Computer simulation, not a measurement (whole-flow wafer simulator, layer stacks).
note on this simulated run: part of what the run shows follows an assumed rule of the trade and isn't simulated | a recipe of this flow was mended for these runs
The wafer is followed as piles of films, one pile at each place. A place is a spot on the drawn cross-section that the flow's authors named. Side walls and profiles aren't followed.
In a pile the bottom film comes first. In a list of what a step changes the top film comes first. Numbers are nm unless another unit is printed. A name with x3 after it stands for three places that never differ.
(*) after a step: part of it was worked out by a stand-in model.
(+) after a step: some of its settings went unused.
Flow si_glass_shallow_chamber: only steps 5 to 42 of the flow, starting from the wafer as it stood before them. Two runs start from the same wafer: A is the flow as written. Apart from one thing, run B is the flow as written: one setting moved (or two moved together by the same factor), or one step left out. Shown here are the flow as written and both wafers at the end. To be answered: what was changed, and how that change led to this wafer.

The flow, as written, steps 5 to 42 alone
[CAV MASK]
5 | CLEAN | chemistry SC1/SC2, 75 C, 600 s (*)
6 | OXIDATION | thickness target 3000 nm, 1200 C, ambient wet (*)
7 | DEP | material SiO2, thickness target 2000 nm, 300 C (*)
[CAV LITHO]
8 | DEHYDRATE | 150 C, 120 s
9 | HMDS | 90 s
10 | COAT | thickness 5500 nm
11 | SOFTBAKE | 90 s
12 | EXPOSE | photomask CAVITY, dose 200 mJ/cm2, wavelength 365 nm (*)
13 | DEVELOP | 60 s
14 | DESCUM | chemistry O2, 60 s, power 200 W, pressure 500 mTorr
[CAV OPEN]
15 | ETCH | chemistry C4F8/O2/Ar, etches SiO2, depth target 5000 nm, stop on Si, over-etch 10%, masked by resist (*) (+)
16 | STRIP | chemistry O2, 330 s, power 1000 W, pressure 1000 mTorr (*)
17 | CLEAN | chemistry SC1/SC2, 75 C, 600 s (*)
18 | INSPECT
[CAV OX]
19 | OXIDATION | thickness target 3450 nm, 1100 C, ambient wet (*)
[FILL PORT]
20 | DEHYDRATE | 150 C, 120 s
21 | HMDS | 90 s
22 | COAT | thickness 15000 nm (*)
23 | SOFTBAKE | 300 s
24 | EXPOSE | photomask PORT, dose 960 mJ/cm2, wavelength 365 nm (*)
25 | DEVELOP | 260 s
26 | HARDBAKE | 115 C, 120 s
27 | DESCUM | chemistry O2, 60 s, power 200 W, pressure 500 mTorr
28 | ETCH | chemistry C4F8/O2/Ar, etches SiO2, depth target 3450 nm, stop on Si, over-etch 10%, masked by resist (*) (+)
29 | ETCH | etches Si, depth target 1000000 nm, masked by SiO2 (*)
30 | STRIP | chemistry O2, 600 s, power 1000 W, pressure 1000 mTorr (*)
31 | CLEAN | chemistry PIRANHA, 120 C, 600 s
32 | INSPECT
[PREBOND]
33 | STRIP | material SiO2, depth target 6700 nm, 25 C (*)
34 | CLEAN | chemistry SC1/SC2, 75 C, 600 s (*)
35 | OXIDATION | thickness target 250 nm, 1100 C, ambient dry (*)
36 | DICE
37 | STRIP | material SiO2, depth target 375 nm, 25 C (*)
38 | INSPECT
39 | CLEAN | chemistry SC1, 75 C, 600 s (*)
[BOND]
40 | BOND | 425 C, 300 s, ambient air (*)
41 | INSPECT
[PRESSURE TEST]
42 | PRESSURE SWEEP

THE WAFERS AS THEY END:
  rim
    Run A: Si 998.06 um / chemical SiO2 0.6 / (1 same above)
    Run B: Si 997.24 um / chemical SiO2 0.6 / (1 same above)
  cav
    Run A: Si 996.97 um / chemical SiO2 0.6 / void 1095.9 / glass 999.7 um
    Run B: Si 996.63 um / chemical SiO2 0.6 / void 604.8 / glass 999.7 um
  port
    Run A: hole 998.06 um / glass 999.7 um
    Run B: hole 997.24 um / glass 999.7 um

What caused this: step 6, OXIDATION: thickness target 5175 nm was run, whereas the flow has thickness target 3000 nm.

Step by step, how the change led to this:
  6 | OXIDATION | thickness target 3000 nm, 1200 C, ambient wet (*)
      rim, ramp, cav, port, septum, ring: A SiO2 gains 3000 (new film), chemical SiO2 loses 0.6 (all of it), Si loses 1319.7 | B SiO2 gains 5175 (new film), chemical SiO2 loses 0.6 (all of it), Si loses 2276.7
  15 | ETCH | chemistry C4F8/O2/Ar, etches SiO2, depth target 5000 nm, stop on Si, over-etch 10%, masked by resist (*) (+)
      cav, port: A SiO2 loses 5000 (all of it), Si loses 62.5 | B SiO2 loses 5500
  16 | STRIP | chemistry O2, 330 s, power 1000 W, pressure 1000 mTorr (*)
      cav, port: A chemical SiO2 gains 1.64 (new film), Si loses 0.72 | B nothing
  17 | CLEAN | chemistry SC1/SC2, 75 C, 600 s (*)
      cav, port: A chemical SiO2 loses 1.04, Si loses 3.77 | B SiO2 loses 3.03
  19 | OXIDATION | thickness target 3450 nm, 1100 C, ambient wet (*)
      cav, port: A SiO2 gains 3450 (new film), chemical SiO2 loses 0.6 (all of it), Si loses 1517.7 | B SiO2 gains 2191.6, Si loses 964.3
      rim, ramp, septum, ring: A SiO2 gains 1110.9, Si loses 488.8 | B SiO2 gains 817.1, Si loses 359.5
  22 | COAT | thickness 15000 nm (*)
      rim: A thick-i-line-resist gains 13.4 um (new film) | B thick-i-line-resist gains 13.01 um (new film)
      ramp: A thick-i-line-resist gains 12.89 um (new film) | B thick-i-line-resist gains 12.37 um (new film)
      (and at 4 other places as well)
  23 | SOFTBAKE | 300 s
      rim: A thick-i-line-resist loses 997 | B thick-i-line-resist loses 1275.7
      ramp: A thick-i-line-resist loses 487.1 | B thick-i-line-resist loses 637.5
      (and at 4 other places as well)
  25 | DEVELOP | 260 s
      port: A thick-i-line-resist loses 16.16 um (all of it) | B thick-i-line-resist loses 16.46 um (all of it)
  26 | HARDBAKE | 115 C, 120 s
      rim, ramp: A thick-i-line-resist loses 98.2 | B thick-i-line-resist loses 90.3
      cav: A thick-i-line-resist loses 147.1 | B thick-i-line-resist loses 151.3
  28 | ETCH | chemistry C4F8/O2/Ar, etches SiO2, depth target 3450 nm, stop on Si, over-etch 10%, masked by resist (*) (+)
      port: A SiO2 loses 3450 (all of it), Si loses 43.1 | B SiO2 loses 3795
  29 | ETCH | etches Si, depth target 1000000 nm, masked by SiO2 (*)
      port: A hole gains 997.05 um (new film), Si loses 997.05 um (all of it) | B hole gains 996.82 um (new film), SiO2 loses 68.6 (all of it), Si loses 996.75 um (all of it)
      rim, ramp: A thick-i-line-resist loses 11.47 um (all of it), SiO2 loses 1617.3 | B thick-i-line-resist loses 10.81 um (all of it), SiO2 loses 1973.3
      (and at 2 other places as well)
  30 | STRIP | chemistry O2, 600 s, power 1000 W, pressure 1000 mTorr (*)
      cav: A thick-i-line-resist loses 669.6 (all of it) | B thick-i-line-resist loses 966.2 (all of it)
  33 | STRIP | material SiO2, depth target 6700 nm, 25 C (*)
      rim, ramp: A SiO2 loses 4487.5 (all of it) | B SiO2 loses 6012.7 (all of it)
      cav: A SiO2 loses 3450 (all of it) | B SiO2 loses 3863.6 (all of it)
      (and at 2 other places as well)
  40 | BOND | 425 C, 300 s, ambient air (*)
      cav: A glass gains 999.7 um (new film), void gains 1095.9 (new film) | B glass gains 999.7 um (new film), void gains 604.8 (new film)
      port: A glass gains 999.7 um (new film), hole gains 1017.3 | B glass gains 999.7 um (new film), hole gains 414.4
